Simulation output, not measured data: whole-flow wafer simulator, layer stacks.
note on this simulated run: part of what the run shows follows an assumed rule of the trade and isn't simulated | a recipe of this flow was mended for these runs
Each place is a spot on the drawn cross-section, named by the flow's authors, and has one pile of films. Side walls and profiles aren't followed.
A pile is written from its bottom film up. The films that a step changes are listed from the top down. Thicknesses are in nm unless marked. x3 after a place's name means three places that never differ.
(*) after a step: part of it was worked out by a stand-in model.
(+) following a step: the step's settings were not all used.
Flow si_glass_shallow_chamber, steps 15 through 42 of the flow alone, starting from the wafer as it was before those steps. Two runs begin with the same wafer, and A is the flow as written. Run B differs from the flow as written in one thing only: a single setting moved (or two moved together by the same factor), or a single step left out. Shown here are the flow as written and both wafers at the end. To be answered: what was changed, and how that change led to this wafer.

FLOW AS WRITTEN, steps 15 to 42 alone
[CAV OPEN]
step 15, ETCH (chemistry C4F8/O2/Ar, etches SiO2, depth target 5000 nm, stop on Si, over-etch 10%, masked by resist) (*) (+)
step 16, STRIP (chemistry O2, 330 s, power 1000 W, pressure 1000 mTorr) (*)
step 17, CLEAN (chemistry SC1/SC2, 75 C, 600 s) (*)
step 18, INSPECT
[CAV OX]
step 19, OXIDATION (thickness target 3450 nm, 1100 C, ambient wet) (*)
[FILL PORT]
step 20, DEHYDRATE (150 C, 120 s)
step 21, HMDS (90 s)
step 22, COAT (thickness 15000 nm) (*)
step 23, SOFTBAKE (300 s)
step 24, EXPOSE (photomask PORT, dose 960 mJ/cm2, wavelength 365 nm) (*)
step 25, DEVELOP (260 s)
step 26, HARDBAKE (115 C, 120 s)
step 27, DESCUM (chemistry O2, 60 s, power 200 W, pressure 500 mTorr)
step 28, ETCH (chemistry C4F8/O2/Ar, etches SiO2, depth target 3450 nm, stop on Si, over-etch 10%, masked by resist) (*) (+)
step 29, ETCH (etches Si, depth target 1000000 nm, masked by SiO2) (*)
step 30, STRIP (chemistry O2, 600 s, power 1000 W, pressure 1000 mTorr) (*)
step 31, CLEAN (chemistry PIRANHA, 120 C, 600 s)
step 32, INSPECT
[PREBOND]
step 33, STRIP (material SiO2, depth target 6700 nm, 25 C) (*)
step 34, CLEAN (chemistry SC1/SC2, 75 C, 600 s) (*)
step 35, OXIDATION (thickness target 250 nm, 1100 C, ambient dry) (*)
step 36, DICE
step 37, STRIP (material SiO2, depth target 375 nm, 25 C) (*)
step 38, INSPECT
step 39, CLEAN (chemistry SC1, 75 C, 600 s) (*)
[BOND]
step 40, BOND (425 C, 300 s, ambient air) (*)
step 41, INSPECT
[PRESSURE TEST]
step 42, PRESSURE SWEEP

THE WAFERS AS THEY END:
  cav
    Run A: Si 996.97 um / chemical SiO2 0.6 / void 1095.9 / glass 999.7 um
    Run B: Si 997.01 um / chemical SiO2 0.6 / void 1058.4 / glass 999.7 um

The reason: step 15, ETCH: over-etch 4% was run, though the flow has over-etch 10%.

Step by step, how the change led to this:
  step 15, ETCH (chemistry C4F8/O2/Ar, etches SiO2, depth target 5000 nm, stop on Si, over-etch 10%, masked by resist) (*) (+)
      rim, ramp, septum, ring: A thick-i-line-resist loses 1100 | B thick-i-line-resist loses 1040
      cav, port: A SiO2 loses 5000 (all of it), Si loses 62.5 | B SiO2 loses 5000 (all of it), Si loses 25
  step 22, COAT (thickness 15000 nm) (*)
      rim: A thick-i-line-resist gains 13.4 um (new film) | B thick-i-line-resist gains 13.42 um (new film)
      ramp: A thick-i-line-resist gains 12.89 um (new film) | B thick-i-line-resist gains 12.91 um (new film)
      (as well as at 1 more place)
  step 25, DEVELOP (260 s)
      port: A thick-i-line-resist loses 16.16 um (all of it) | B thick-i-line-resist loses 16.14 um (all of it)
  step 29, ETCH (etches Si, depth target 1000000 nm, masked by SiO2) (*)
      rim, ramp: A thick-i-line-resist loses 11.47 um (all of it), SiO2 loses 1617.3 | B thick-i-line-resist loses 11.5 um (all of it), SiO2 loses 1603.6
      port: A hole gains 997.05 um (new film), Si loses 997.05 um (all of it) | B hole gains 997.09 um (new film), Si loses 997.09 um (all of it)
      (as well as at 1 more place)
  step 40, BOND (425 C, 300 s, ambient air) (*)
      cav: A glass gains 999.7 um (new film), void gains 1095.9 (new film) | B glass gains 999.7 um (new film), void gains 1058.4 (new film)
      port: A glass gains 999.7 um (new film), hole gains 1017.3 | B glass gains 999.7 um (new film), hole gains 979.8
